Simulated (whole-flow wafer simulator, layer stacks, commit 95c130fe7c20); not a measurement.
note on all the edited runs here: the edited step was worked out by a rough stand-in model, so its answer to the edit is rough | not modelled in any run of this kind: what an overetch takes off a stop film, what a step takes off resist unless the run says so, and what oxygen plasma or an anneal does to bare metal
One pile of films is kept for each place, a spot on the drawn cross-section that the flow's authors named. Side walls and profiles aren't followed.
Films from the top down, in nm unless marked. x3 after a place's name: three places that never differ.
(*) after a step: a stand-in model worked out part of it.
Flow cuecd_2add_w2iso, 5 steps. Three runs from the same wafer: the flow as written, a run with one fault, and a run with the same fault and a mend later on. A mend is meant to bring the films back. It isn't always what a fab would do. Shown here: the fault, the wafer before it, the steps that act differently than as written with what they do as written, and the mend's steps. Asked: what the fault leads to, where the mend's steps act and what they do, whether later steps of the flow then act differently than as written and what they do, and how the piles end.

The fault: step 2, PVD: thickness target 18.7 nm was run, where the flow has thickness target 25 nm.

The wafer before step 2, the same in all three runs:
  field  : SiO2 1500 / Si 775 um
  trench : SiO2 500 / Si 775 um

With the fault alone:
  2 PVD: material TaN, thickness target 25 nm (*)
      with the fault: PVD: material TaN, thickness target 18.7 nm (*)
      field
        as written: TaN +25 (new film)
        with the fault: TaN +18.7 (new film)
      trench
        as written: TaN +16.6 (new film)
        with the fault: TaN +12.4 (new film)
  No later step of the flow acts differently than as written, at any place that is followed, by more than 2% or 0.5 nm, whichever is larger.
  At the end the piles differ from the flow's by more than 2% or 0.5 nm, whichever is larger, at field, trench.
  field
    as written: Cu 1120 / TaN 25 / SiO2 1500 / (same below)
    with the fault: Cu 1120 / TaN 18.7 / SiO2 1500 / (same below)
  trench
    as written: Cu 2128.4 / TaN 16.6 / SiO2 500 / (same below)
    with the fault: Cu 2126.3 / TaN 12.4 / SiO2 500 / (same below)

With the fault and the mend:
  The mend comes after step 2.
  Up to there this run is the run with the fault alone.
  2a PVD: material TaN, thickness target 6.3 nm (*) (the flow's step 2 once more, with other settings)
      field
        TaN +6.3
      trench
        TaN +4.16
  No later step of the flow acts differently than as written at any place that is followed.
  At the end the piles are the same as the flow's at every place that both follow.
